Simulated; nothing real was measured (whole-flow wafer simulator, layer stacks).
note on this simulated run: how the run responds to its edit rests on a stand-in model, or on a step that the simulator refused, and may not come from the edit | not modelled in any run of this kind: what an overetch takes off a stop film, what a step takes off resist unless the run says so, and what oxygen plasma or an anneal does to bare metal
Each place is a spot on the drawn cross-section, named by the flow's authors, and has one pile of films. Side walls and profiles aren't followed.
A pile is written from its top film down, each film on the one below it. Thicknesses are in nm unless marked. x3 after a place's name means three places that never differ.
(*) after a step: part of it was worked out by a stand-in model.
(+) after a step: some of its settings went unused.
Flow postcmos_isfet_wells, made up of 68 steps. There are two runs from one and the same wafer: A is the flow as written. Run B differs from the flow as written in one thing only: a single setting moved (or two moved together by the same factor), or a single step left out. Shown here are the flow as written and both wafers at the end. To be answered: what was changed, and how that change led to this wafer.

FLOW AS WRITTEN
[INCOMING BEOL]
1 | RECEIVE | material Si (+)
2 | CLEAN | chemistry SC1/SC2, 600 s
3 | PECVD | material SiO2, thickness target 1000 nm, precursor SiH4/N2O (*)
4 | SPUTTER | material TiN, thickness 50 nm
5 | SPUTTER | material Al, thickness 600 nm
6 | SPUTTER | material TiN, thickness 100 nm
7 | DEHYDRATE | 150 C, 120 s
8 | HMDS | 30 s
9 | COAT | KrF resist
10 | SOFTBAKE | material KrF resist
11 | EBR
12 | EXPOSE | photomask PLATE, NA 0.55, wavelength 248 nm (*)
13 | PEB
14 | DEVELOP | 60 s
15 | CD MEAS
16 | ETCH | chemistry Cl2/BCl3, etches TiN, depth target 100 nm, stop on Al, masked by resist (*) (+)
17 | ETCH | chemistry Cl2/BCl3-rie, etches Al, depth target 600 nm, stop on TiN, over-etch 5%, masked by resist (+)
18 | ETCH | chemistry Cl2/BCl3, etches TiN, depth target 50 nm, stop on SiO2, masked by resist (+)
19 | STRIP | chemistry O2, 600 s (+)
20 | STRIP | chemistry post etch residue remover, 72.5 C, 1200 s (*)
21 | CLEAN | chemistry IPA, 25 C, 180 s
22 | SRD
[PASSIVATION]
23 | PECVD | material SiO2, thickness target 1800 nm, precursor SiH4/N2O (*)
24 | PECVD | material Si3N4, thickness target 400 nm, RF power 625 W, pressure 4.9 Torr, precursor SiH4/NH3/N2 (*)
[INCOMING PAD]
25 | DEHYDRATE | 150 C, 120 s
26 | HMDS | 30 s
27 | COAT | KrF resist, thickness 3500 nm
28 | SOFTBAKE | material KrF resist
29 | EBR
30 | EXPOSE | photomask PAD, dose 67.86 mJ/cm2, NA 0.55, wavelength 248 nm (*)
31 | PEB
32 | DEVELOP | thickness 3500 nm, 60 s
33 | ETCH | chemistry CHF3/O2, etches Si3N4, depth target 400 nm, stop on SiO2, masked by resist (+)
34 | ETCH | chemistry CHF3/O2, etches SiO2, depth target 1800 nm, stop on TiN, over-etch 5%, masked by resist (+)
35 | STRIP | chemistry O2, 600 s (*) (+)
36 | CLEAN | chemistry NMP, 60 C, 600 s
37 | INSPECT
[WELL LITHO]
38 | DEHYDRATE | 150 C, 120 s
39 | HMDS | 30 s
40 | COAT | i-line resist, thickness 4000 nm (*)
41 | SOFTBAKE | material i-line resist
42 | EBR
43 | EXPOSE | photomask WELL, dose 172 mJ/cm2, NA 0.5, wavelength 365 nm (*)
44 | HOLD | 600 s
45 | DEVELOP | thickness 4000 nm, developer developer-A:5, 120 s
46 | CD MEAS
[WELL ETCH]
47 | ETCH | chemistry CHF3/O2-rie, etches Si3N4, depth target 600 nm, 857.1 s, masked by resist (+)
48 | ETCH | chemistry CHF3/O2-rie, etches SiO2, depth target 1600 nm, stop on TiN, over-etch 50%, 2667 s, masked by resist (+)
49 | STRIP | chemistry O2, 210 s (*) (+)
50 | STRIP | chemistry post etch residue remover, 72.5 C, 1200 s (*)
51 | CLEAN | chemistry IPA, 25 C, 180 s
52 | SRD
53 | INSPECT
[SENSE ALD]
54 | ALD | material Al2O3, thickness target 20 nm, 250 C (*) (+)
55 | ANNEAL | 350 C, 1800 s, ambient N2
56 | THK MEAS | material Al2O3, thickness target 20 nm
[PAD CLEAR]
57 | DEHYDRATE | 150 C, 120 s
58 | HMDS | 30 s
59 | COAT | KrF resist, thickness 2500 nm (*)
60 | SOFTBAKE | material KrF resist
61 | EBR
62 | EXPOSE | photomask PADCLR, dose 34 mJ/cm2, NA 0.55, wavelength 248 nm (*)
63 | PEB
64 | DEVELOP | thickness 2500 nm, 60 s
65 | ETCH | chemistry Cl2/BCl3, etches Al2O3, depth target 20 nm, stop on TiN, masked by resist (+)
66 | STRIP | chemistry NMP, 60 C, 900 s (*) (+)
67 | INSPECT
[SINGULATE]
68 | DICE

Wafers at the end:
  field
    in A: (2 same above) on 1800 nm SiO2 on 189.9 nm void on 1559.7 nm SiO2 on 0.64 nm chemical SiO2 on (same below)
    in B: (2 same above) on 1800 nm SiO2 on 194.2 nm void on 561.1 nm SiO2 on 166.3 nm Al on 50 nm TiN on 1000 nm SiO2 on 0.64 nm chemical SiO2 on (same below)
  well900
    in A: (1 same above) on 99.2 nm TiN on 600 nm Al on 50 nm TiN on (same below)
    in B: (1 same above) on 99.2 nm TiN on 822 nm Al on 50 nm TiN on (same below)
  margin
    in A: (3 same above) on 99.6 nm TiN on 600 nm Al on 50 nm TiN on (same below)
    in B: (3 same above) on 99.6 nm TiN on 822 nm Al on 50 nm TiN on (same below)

What caused this: step 5, SPUTTER: thickness 822 nm was run, while the flow as written has thickness 600 nm.
One can read it off the wafer: well900 has Al 822, and step 5 as written asks for 600 nm.

The path from the change to this, step by step:
  5 | SPUTTER | material Al, thickness 600 nm
      field, margin, well900, well1300 x3, pad_rim, pad_clr, pad_open: A +600 Al (new film) | B +822 Al (new film)
  17 | ETCH | chemistry Cl2/BCl3-rie, etches Al, depth target 600 nm, stop on TiN, over-etch 5%, masked by resist (+)
      field: A -600 Al (all of it) | B -600 Al
  18 | ETCH | chemistry Cl2/BCl3, etches TiN, depth target 50 nm, stop on SiO2, masked by resist (+)
      field: A -50 TiN (all of it) | B -50 Al
  20 | STRIP | chemistry post etch residue remover, 72.5 C, 1200 s (*)
      field: A nothing | B -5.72 Al
  23 | PECVD | material SiO2, thickness target 1800 nm, precursor SiH4/N2O (*)
      field: A +1800 SiO2 (new film), +189.9 void (new film), +559.7 SiO2 | B +1800 SiO2 (new film), +194.2 void (new film), +561.1 SiO2 (new film)
If metal films that touch count as one body, field has 1 body; the flow as written gives 0 bodies.
